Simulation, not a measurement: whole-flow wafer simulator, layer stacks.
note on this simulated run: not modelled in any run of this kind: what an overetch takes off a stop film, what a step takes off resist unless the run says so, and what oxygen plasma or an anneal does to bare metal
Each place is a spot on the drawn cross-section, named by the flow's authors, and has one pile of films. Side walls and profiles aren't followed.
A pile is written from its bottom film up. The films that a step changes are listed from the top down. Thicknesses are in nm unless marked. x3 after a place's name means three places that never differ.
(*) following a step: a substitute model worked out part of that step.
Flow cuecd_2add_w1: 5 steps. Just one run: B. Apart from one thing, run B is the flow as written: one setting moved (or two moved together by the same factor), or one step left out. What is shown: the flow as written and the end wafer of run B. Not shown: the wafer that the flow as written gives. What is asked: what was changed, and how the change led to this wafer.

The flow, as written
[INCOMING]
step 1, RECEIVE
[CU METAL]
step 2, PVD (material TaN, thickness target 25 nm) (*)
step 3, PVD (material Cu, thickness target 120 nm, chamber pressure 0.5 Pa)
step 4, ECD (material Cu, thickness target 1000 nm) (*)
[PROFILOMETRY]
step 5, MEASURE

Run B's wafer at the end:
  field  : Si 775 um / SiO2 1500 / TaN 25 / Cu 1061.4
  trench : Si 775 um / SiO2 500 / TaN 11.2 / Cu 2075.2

The reason: step 3, PVD: thickness target 61.4 nm was run, whereas the flow has thickness target 120 nm.

Step by step, how the change led to this:
  step 3, PVD (material Cu, thickness target 120 nm, chamber pressure 0.5 Pa)
      field: Cu gains 61.4 (new film) (it would be, as written: Cu gains 120 (new film))
      trench: Cu gains 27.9 (new film) (it would be, as written: Cu gains 53.6 (new film))
